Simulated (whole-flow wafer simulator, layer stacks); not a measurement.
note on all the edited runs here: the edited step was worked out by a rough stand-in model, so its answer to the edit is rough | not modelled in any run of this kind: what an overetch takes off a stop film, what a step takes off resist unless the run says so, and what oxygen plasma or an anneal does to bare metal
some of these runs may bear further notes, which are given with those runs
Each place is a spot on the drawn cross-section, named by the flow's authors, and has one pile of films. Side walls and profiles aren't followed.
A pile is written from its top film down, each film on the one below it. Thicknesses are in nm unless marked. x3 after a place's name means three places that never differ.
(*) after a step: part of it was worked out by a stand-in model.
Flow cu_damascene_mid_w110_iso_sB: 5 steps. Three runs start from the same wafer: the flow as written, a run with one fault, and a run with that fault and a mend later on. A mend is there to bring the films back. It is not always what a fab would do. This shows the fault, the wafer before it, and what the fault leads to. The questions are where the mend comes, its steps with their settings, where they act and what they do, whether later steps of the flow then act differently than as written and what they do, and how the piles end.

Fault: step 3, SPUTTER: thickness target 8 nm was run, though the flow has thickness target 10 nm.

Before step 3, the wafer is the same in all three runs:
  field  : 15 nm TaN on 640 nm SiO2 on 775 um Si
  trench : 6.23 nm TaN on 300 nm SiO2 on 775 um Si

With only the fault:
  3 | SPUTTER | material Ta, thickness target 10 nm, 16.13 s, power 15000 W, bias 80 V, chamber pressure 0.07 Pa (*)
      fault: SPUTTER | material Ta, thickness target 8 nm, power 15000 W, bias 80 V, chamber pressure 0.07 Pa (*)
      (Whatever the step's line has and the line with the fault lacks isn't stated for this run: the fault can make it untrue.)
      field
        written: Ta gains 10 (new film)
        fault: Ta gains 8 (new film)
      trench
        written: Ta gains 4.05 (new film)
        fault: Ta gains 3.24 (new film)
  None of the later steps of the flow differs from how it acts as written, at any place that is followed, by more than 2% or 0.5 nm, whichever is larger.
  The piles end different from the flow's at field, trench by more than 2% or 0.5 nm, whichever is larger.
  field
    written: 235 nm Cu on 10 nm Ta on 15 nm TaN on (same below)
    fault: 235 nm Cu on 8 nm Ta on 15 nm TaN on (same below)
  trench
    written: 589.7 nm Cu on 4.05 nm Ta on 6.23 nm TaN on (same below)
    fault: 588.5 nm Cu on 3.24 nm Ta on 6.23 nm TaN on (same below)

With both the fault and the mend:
  The mend stands after step 3.
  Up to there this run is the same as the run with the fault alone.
  3a | SPUTTER | material Ta, thickness target 2 nm, power 15000 W, bias 80 V, chamber pressure 0.07 Pa (*) (the flow's step 3 again, with other settings)
      field
        Ta gains 2
      trench
        Ta gains 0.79
  None of the later steps of the flow acts differently than as written at any place that is followed.
  When the end is reached, the piles differ only a little from the flow's at the places that both follow, at most by 2% or 0.5 nm, whichever is larger.
